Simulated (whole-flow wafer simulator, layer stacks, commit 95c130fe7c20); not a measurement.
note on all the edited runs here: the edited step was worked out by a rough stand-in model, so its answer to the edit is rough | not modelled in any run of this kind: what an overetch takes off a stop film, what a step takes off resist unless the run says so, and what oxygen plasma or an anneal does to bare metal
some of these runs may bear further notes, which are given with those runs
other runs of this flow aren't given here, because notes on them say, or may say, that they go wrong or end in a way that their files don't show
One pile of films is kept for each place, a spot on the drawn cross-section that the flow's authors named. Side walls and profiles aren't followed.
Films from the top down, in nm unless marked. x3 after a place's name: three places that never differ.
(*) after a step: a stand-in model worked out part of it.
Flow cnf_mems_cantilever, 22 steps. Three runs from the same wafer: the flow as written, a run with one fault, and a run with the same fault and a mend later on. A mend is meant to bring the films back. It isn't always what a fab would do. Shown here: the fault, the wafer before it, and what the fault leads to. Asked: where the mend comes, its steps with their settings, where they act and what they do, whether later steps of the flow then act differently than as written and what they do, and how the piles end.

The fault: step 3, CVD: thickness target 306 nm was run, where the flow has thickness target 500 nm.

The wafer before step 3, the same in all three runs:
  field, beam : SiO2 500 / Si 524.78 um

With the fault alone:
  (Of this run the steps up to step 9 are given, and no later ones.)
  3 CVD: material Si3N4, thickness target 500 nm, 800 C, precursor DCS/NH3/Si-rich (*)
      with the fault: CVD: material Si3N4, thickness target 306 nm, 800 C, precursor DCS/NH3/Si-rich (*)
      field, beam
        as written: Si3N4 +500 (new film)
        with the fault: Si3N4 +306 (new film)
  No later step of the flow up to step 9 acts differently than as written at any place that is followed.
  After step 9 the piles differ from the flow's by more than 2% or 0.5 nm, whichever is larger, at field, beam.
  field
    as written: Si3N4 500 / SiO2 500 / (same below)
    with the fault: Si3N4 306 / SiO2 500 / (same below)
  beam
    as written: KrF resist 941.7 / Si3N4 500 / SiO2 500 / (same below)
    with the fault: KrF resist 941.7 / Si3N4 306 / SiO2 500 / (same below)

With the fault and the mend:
  The mend comes after step 9.
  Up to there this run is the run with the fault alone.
  9a STRIP: chemistry O2, power 800 W (*)
      beam
        KrF resist -941.7 (all of it)
  9b CLEAN: chemistry SC1/SC2 (*) (the flow's step 1 once more)
      changes no film at any place that is followed
  9c CVD: material Si3N4, thickness target 194 nm, 800 C, precursor DCS/NH3/Si-rich (*) (the flow's step 3 once more, with other settings)
      field, beam
        Si3N4 +194
  9d HMDS (the flow's step 4 once more)
      changes no film at any place that is followed
  9e COAT: KrF resist, thickness 1000 nm (the flow's step 5 once more)
      field, beam
        KrF resist +1000 (new film)
  9f SOFTBAKE: KrF resist (the flow's step 6 once more)
      changes no film at any place that is followed
  9g EXPOSE: photomask CANTILEVER (the flow's step 7 once more)
      changes no film at any place that is followed
  9h PEB: KrF resist, 135 C, 90 s (the flow's step 8 once more)
      field, beam
        KrF resist -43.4
  9i DEVELOP: developer TMAH-0.26N, 60 s (the flow's step 9 once more)
      field
        KrF resist -956.6 (all of it)
      beam
        KrF resist -14.9
  No later step of the flow acts differently than as written at any place that is followed.
  At the end the piles are the same as the flow's at every place that both follow.
